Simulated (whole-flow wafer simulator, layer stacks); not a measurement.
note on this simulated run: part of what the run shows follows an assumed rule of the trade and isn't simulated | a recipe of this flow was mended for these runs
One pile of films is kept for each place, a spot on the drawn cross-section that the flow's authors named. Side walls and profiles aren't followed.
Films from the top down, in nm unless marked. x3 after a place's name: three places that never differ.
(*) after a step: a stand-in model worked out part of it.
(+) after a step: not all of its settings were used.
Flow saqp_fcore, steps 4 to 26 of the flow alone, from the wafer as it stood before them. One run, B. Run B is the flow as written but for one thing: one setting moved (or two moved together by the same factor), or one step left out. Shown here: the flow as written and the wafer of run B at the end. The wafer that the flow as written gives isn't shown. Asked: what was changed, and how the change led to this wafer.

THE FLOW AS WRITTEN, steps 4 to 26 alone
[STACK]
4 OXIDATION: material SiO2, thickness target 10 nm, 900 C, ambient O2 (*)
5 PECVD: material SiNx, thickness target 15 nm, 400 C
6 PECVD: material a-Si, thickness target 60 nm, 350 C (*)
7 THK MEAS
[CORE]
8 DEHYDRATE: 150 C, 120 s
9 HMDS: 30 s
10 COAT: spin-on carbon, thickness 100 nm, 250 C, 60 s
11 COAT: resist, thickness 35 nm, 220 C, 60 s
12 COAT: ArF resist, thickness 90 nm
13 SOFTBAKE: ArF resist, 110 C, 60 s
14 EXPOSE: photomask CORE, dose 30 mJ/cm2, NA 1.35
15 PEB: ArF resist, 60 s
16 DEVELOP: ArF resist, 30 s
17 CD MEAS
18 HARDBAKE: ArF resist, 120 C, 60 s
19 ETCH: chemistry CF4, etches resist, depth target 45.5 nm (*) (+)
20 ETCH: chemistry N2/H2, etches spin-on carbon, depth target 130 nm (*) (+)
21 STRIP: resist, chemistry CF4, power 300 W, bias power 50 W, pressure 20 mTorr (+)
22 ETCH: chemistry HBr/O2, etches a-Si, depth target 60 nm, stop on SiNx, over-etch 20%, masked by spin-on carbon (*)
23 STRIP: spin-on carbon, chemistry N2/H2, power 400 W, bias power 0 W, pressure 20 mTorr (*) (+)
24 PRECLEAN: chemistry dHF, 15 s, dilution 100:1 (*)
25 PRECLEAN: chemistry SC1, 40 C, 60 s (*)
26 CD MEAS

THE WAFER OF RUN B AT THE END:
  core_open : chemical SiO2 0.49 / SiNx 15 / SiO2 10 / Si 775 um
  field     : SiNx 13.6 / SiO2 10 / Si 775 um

The cause: step 22, ETCH: depth target 32.1 nm was run, where the flow has depth target 60 nm.

How the change led to this, step by step:
  22 ETCH: chemistry HBr/O2, etches a-Si, depth target 60 nm, stop on SiNx, over-etch 20%, masked by spin-on carbon (*)
      core_open: a-Si -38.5 (as written it would be: a-Si -39.4 (all of it), SiNx -1.3)
      field: a-Si -36.8 (all of it), SiNx -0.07 (as written it would be: a-Si -36.8 (all of it), SiNx -1.41)
      (and at 1 more place)
  24 PRECLEAN: chemistry dHF, 15 s, dilution 100:1 (*)
      core_open: nothing (as written it would be: SiNx -1.31)
  25 PRECLEAN: chemistry SC1, 40 C, 60 s (*)
      core_open: chemical SiO2 +0.49 (new film), a-Si -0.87 (all of it) (as written it would be: nothing)
